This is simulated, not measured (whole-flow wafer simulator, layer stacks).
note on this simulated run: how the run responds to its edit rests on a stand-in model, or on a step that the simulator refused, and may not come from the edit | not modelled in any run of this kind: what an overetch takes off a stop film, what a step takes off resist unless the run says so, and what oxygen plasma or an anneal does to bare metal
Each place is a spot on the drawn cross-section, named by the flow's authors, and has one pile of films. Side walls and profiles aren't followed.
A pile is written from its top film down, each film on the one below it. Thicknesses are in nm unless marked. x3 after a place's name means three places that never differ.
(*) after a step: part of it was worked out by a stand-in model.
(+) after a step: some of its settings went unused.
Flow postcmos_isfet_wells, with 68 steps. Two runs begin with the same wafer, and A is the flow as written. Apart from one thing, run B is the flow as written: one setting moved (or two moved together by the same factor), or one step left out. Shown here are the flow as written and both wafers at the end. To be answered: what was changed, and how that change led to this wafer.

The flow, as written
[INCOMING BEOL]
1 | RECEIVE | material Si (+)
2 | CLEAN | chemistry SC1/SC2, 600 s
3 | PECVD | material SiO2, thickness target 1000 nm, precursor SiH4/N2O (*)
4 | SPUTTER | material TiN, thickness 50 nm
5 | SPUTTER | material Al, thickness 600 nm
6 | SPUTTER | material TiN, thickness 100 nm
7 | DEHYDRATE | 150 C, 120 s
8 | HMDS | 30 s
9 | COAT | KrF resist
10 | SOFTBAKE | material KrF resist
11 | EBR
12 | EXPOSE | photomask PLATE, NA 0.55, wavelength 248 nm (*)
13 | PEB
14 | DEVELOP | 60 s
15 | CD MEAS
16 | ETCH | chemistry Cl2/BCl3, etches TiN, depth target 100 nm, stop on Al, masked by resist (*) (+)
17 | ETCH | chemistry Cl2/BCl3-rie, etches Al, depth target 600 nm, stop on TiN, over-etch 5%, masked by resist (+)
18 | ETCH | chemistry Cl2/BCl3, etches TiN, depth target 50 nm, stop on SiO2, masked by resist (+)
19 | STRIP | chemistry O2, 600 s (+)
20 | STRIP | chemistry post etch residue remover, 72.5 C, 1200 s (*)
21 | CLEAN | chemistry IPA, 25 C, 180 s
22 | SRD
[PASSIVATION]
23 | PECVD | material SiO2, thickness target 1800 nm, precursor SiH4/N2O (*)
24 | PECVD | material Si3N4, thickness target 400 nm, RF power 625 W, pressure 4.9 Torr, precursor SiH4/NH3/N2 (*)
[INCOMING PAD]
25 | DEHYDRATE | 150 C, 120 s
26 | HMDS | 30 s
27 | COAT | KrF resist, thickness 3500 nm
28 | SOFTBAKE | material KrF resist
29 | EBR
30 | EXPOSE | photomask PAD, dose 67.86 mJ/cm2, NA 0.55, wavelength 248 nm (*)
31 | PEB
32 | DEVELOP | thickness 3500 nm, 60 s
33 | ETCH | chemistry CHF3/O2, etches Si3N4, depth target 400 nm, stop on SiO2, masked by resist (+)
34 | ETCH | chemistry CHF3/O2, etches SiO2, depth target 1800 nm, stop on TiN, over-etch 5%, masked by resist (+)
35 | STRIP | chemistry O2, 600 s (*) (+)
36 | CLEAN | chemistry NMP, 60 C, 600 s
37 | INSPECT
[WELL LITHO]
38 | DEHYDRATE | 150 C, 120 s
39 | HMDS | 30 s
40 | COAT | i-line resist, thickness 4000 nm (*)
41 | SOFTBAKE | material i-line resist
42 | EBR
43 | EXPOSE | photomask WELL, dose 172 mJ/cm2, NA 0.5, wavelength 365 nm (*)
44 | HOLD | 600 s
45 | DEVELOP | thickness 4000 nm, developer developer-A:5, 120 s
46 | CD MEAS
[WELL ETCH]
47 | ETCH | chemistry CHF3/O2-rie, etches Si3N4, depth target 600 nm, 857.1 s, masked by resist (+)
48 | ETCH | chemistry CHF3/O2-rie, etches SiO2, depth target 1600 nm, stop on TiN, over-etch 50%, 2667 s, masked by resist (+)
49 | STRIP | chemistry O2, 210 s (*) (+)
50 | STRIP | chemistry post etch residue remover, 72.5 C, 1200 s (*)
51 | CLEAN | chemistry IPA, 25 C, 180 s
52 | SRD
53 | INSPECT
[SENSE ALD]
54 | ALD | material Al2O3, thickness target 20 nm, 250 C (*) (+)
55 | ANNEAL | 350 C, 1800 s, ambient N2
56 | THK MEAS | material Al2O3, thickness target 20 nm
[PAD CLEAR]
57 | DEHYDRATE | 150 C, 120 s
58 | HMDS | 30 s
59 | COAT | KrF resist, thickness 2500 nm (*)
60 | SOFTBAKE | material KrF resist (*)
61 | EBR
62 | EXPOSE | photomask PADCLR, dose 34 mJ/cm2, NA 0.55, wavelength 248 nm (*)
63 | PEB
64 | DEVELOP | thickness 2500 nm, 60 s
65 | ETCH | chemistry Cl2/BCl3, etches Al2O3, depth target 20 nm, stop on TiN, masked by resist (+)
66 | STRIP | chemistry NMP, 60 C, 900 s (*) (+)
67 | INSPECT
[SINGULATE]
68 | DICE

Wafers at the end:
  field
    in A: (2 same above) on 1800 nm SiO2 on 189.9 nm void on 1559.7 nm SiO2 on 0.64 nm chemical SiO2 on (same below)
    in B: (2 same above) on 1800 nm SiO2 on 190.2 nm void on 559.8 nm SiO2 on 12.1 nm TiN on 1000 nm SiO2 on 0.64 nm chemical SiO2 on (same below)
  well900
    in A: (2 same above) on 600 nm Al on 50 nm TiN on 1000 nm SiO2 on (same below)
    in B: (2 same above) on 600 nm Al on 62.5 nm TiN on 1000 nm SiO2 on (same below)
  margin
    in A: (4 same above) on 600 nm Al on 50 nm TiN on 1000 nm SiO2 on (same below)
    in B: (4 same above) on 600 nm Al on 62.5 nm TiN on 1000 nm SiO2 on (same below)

The reason: step 4, SPUTTER: thickness 62.5 nm was run, though the flow has thickness 50 nm.
One can read it off the wafer: well900 has TiN 62.5, and step 4 as written asks for 50 nm.

The path from the change to this, step by step:
  4 | SPUTTER | material TiN, thickness 50 nm
      field, margin, well900, well1300 x3, pad_rim, pad_clr, pad_open: A TiN gains 50 (new film) | B TiN gains 62.5 (new film)
  18 | ETCH | chemistry Cl2/BCl3, etches TiN, depth target 50 nm, stop on SiO2, masked by resist (+)
      field: A TiN loses 50 (all of it) | B TiN loses 50
  23 | PECVD | material SiO2, thickness target 1800 nm, precursor SiH4/N2O (*)
      field: A SiO2 gains 1800 (new film), void gains 189.9 (new film), SiO2 gains 559.7 | B SiO2 gains 1800 (new film), void gains 190.2 (new film), SiO2 gains 559.8 (new film)
With metal films that touch counted as one body, field has 1 body; the flow as written gives 0 bodies.
